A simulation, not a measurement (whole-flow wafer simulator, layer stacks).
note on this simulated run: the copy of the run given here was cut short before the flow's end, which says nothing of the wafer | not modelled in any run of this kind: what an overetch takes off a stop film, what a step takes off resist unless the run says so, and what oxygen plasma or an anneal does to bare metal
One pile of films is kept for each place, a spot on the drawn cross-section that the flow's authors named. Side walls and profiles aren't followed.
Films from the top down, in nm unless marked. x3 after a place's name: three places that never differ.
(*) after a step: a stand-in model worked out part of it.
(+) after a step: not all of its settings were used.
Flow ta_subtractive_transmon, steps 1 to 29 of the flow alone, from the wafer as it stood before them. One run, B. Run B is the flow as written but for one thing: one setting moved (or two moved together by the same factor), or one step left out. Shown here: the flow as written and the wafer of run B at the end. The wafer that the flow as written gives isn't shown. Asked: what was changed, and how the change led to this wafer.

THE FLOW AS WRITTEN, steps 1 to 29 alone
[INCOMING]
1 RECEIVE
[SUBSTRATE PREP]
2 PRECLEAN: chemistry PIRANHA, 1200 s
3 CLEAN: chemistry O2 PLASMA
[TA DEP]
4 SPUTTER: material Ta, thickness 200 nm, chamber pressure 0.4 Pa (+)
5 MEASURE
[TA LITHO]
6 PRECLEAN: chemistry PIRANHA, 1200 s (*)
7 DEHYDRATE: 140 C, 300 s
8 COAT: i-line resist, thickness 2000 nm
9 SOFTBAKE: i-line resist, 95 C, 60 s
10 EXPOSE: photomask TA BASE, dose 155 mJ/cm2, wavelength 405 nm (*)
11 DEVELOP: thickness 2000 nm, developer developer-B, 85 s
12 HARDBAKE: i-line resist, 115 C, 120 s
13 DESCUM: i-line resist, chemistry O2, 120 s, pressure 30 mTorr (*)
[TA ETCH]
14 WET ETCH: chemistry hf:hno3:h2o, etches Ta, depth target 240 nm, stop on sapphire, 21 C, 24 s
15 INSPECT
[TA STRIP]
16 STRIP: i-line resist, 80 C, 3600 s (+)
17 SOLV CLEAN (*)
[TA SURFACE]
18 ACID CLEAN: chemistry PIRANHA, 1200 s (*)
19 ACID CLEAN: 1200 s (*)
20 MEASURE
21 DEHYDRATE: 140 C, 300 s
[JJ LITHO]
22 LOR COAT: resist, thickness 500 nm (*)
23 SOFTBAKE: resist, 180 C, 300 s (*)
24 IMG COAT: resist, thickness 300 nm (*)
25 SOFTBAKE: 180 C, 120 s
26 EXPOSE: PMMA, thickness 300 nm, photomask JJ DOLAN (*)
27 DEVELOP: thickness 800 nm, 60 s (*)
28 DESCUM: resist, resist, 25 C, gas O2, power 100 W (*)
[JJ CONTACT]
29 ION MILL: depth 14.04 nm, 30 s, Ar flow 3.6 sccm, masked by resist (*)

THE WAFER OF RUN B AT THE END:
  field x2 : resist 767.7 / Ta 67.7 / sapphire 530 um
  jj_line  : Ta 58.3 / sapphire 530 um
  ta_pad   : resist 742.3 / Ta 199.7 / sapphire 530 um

The cause: step 14, WET ETCH: 13.2 s was run, where the flow has 24 s.

How the change led to this, step by step:
  14 WET ETCH: chemistry hf:hno3:h2o, etches Ta, depth target 240 nm, stop on sapphire, 21 C, 24 s
      field x2, jj_line, lead: Ta -132 (as written it would be: Ta -200 (all of it))
  22 LOR COAT: resist, thickness 500 nm (*)
      lead: resist +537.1 (new film) (as written it would be: resist +554.8 (new film))
      ta_contact: resist +461.7 (new film) (as written it would be: resist +443.8 (new film))
  24 IMG COAT: resist, thickness 300 nm (*)
      ta_pad: resist +287.5 (as written it would be: resist +281.3)
  27 DEVELOP: thickness 800 nm, 60 s (*)
      lead: resist -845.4 (all of it) (as written it would be: resist -867.4 (all of it))
      ta_contact: resist -753.5 (all of it) (as written it would be: resist -731.2 (all of it))
  29 ION MILL: depth 14.04 nm, 30 s, Ar flow 3.6 sccm, masked by resist (*)
      jj_line, lead: Ta -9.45 (as written it would be: sapphire -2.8)
Counting metal films that touch as one body, field x2 has 1 body; the flow as written gives 0 bodies.
Counting metal films that touch as one body, jj_line has 1 body; the flow as written gives 0 bodies.
